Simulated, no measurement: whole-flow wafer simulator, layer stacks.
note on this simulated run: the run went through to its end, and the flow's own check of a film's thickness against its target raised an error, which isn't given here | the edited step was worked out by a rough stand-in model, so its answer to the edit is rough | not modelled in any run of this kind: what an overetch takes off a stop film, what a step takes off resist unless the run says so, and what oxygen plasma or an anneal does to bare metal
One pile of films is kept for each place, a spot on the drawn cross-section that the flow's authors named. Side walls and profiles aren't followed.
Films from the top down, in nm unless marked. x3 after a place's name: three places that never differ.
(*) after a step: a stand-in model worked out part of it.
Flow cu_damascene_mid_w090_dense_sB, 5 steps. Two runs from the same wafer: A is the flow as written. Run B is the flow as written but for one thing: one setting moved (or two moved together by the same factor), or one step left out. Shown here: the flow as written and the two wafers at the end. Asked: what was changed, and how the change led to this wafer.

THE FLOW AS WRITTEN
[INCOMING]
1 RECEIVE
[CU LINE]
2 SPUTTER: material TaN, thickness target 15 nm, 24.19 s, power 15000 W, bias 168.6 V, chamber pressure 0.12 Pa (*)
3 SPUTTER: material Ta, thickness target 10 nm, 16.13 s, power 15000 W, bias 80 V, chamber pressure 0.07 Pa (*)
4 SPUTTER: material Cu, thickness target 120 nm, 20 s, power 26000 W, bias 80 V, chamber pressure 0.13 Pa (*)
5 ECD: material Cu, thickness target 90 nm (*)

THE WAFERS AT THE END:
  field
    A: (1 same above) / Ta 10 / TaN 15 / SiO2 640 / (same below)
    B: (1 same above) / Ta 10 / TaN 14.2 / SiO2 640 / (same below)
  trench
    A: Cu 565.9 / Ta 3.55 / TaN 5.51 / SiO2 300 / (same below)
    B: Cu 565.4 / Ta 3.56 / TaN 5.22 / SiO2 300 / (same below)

The cause: step 2, SPUTTER: thickness target 14.2 nm was run, where the flow has thickness target 15 nm; step 2, SPUTTER: 22.98 s was run, where the flow has 24.19 s.
It can be read off the wafer: field has TaN 14.2, and step 2 as written asks for 15 nm.

How the change led to this, step by step:
  2 SPUTTER: material TaN, thickness target 15 nm, 24.19 s, power 15000 W, bias 168.6 V, chamber pressure 0.12 Pa (*)
      field: A TaN +15 (new film) | B TaN +14.2 (new film)
